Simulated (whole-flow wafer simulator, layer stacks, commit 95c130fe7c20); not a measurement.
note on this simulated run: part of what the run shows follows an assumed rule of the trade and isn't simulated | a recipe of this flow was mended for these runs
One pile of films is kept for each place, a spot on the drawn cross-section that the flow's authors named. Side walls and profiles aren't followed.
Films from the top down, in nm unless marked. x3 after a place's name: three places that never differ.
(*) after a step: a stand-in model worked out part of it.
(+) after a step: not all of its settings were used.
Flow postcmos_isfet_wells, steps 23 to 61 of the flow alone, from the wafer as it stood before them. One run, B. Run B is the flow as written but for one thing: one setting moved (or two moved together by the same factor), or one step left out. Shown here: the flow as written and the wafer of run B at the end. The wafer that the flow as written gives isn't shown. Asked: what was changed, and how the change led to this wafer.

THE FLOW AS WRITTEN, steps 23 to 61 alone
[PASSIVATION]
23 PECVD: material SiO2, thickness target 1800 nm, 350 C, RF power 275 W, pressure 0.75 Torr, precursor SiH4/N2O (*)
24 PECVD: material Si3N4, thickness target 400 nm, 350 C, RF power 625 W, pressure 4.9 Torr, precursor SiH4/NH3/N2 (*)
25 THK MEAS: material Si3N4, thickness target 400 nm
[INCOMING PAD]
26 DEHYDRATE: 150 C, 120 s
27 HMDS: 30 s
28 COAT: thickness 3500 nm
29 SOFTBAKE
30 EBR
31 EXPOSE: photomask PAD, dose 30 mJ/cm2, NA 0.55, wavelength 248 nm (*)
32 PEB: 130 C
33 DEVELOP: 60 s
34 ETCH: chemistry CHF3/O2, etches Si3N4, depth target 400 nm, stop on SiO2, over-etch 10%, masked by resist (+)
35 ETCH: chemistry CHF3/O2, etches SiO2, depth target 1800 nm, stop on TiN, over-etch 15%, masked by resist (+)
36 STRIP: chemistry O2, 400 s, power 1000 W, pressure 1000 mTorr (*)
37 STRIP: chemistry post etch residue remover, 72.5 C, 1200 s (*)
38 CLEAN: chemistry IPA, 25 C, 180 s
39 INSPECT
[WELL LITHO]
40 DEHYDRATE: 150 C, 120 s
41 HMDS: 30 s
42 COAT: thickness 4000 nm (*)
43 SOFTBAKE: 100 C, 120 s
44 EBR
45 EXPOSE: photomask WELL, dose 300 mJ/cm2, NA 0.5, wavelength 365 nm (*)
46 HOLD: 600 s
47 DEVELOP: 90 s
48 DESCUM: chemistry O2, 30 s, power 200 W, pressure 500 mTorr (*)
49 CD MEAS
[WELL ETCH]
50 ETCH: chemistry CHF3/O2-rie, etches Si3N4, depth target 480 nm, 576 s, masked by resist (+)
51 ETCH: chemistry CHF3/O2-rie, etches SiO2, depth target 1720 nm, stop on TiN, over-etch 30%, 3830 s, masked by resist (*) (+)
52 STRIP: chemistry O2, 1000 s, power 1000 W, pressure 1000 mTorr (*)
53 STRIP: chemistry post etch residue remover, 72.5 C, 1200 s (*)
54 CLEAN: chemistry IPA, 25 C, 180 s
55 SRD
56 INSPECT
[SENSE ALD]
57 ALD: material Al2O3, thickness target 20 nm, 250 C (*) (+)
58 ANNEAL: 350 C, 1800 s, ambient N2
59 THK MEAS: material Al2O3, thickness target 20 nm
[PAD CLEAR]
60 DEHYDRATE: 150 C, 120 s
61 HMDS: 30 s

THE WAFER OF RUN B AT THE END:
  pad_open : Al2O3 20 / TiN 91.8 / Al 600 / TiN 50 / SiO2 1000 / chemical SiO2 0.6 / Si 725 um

The cause: step 35, ETCH: depth target 1620 nm was run, where the flow has depth target 1800 nm.

How the change led to this, step by step:
  35 ETCH: chemistry CHF3/O2, etches SiO2, depth target 1800 nm, stop on TiN, over-etch 15%, masked by resist (+)
      field, margin x2, well900 x4, pad_clr: thick-KrF-resist -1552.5 (as written it would be: thick-KrF-resist -1705.8)
      pad_open: SiO2 -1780 (all of it), TiN -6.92 (as written it would be: SiO2 -1780 (all of it), TiN -24.2)
  36 STRIP: chemistry O2, 400 s, power 1000 W, pressure 1000 mTorr (*)
      field, margin x2, well900 x4, pad_clr: thick-KrF-resist -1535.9 (all of it) (as written it would be: thick-KrF-resist -1382.5 (all of it))
